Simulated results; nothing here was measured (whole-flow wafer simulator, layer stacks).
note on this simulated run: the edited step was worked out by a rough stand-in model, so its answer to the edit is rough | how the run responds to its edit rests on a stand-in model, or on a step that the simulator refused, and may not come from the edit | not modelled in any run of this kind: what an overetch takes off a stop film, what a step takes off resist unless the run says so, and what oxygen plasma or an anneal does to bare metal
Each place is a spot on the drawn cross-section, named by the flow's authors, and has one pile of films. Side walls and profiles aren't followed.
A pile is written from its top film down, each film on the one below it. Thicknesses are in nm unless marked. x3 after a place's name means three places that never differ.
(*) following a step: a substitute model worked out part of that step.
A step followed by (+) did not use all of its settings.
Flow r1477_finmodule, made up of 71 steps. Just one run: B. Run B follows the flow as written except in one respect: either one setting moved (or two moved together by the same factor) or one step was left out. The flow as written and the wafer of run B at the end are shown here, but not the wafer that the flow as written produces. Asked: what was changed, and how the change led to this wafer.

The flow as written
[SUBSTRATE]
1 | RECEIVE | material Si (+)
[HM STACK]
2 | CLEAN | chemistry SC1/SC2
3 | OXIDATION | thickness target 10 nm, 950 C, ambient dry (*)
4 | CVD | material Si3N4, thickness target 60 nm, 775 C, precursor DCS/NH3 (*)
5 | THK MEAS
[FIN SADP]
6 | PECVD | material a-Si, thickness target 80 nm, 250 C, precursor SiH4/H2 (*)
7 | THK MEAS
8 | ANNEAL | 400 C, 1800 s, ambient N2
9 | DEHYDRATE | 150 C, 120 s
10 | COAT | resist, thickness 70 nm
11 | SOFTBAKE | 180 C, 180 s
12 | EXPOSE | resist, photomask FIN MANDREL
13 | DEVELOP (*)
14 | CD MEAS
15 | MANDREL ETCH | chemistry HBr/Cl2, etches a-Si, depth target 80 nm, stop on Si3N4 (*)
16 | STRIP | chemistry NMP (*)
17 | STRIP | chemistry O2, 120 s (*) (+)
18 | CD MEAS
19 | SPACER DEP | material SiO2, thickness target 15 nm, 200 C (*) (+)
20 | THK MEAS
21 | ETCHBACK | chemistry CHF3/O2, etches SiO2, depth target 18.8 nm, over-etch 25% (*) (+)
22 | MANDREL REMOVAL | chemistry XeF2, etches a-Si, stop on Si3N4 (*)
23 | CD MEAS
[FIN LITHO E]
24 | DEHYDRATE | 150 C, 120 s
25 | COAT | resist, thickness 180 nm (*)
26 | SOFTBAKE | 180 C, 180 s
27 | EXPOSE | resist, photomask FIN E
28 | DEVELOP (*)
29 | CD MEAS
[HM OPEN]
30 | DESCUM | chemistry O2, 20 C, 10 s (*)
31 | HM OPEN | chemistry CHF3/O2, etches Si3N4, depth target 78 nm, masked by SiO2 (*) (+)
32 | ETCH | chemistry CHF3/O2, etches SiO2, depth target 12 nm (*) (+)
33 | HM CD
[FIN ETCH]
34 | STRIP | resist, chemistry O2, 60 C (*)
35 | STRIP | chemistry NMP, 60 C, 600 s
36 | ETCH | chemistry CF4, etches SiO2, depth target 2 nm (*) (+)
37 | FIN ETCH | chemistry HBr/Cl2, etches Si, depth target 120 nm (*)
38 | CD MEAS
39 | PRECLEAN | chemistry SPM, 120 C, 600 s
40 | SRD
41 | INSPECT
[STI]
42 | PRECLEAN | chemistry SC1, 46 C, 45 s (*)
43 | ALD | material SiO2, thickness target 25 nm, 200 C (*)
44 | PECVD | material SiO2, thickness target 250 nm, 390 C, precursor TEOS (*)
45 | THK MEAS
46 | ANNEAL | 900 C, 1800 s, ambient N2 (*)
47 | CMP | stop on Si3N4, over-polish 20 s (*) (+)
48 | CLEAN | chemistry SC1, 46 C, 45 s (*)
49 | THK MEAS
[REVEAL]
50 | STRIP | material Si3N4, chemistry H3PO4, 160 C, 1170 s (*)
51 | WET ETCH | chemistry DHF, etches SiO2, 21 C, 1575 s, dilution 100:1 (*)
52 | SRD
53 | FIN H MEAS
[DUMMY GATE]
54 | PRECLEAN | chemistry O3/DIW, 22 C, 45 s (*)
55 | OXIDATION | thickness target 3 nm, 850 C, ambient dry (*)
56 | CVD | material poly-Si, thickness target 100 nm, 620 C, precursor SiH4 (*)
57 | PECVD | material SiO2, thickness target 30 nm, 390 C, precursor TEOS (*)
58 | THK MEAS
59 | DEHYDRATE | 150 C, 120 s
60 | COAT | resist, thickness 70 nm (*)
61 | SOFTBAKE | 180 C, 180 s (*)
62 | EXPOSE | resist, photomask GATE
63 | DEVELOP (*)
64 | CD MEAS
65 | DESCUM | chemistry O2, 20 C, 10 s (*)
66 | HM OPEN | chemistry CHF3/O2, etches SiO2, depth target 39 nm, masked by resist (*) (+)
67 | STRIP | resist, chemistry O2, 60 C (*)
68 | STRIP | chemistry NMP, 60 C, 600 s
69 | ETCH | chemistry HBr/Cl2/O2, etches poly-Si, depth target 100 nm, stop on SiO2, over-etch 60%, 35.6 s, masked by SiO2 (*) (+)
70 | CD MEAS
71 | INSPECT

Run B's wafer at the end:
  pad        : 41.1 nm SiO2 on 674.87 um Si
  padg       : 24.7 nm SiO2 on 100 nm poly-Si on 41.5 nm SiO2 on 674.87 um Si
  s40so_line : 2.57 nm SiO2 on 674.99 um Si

The reason: step 44, PECVD: thickness target 110 nm was run, whereas the flow has thickness target 250 nm.

The path from the change to this, step by step:
  44 | PECVD | material SiO2, thickness target 250 nm, 390 C, precursor TEOS (*)
      pad, padg, elg and 33 more: +110 SiO2 (in the flow as written it would be: +250 SiO2)
  46 | ANNEAL | 900 C, 1800 s, ambient N2 (*)
      pad, padg, elg and 33 more: -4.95 SiO2 (in the flow as written it would be: -11.2 SiO2)
  47 | CMP | stop on Si3N4, over-polish 20 s (*) (+)
      pad, padg, e40sg and 11 more: nothing (in the flow as written it would be: -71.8 SiO2)
      eso: nothing (in the flow as written it would be: -72.4 SiO2)
      (as well as at 21 more places)
  60 | COAT | resist, thickness 70 nm (*)
      e40lg, e100lg, e200lg, elo, e40lo, e100lo, e200lo: +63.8 resist (new film) (in the flow as written it would be: +66.9 resist (new film))
      e40sg, e40so: +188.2 resist (new film) (in the flow as written it would be: +129.5 resist (new film))
      (as well as at 23 more places)
  63 | DEVELOP (*)
      elo, e40lo, e100lo, e200lo: -63.8 resist (all of it) (in the flow as written it would be: -66.9 resist (all of it))
      eso: -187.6 resist (all of it) (in the flow as written it would be: -129.5 resist (all of it))
      (as well as at 12 more places)
  67 | STRIP | resist, chemistry O2, 60 C (*)
      e40lg: -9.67 resist (all of it) (in the flow as written it would be: -12.8 resist (all of it))
      e40sg: -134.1 resist (all of it) (in the flow as written it would be: -75.4 resist (all of it))
      (as well as at 13 more places)
